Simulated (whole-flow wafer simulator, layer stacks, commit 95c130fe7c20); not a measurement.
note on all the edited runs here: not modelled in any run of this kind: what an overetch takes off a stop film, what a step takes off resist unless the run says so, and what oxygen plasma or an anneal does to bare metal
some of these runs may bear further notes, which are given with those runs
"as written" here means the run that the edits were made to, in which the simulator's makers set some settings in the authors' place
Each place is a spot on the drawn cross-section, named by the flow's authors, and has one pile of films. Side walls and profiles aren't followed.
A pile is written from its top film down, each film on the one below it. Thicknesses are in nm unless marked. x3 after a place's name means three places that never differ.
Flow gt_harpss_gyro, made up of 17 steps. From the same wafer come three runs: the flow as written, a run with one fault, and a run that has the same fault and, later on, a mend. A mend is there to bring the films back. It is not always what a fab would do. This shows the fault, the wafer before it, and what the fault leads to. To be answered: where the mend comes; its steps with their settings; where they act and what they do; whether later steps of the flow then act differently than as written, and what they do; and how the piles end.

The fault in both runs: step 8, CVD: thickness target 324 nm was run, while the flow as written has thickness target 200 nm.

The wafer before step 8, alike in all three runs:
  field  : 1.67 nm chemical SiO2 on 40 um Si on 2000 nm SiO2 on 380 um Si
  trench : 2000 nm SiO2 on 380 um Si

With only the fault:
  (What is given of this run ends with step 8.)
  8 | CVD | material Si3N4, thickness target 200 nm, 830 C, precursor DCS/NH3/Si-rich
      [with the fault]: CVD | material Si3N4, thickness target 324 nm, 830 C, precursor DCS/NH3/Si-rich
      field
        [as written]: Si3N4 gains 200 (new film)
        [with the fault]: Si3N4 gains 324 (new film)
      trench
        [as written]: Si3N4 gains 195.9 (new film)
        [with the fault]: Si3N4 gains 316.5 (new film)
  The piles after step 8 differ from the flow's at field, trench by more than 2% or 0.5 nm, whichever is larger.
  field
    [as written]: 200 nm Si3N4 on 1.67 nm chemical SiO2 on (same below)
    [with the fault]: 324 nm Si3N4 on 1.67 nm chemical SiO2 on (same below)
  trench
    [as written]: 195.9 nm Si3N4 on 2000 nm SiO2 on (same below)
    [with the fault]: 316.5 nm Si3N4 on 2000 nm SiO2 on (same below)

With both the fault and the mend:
  After step 8 comes the mend.
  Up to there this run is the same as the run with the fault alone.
  8a | ETCH | chemistry h3po4, depth target 372.1 nm
      field
        Si3N4 loses 324 (all of it)
      trench
        Si3N4 loses 316.5 (all of it)
  8b | CLEAN | chemistry SPM (the flow's step 1 again)
      leaves every film unchanged at each place that is followed
  8c | CVD | material Si3N4, thickness target 200 nm, 830 C, precursor DCS/NH3/Si-rich (the flow's step 8 again)
      field
        Si3N4 gains 200 (new film)
      trench
        Si3N4 gains 195.9 (new film)
  Later steps of the flow that are run all act as written at every place that is followed.
  The piles end the same as the flow's at every place that both follow.
